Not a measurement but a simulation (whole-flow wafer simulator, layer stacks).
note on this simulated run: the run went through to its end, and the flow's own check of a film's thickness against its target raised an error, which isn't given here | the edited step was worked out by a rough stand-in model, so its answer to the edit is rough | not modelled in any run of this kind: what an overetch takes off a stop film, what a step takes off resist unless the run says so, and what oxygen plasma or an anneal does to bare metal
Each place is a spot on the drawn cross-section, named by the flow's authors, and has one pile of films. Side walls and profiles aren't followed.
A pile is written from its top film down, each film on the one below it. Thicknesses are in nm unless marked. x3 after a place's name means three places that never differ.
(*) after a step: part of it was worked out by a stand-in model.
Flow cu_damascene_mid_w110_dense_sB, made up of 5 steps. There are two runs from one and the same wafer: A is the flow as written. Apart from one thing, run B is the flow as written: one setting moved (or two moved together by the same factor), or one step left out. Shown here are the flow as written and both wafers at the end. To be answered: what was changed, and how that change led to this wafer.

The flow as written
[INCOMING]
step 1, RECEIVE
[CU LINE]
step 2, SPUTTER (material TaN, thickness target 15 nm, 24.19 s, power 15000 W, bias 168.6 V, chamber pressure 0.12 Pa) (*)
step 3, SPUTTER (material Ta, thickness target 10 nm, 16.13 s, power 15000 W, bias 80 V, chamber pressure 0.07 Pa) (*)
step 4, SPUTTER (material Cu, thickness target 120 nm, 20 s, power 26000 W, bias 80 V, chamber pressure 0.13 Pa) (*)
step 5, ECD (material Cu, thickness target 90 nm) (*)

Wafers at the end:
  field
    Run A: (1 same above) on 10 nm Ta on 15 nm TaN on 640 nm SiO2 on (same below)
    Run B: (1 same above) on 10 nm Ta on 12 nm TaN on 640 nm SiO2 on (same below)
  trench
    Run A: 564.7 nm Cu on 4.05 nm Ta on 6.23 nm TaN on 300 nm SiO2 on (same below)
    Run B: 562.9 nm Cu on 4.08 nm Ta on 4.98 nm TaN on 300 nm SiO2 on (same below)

The reason: step 2, SPUTTER: thickness target 12 nm was run, though the flow has thickness target 15 nm; step 2, SPUTTER: 19.35 s was run, where the flow has 24.19 s.
One can read it off the wafer: field has TaN 12, and step 2 as written asks for 15 nm.

The path from the change to this, step by step:
  step 2, SPUTTER (material TaN, thickness target 15 nm, 24.19 s, power 15000 W, bias 168.6 V, chamber pressure 0.12 Pa) (*)
      field: A +15 TaN (new film) | B +12 TaN (new film)
      trench: A +6.23 TaN (new film) | B +4.98 TaN (new film)
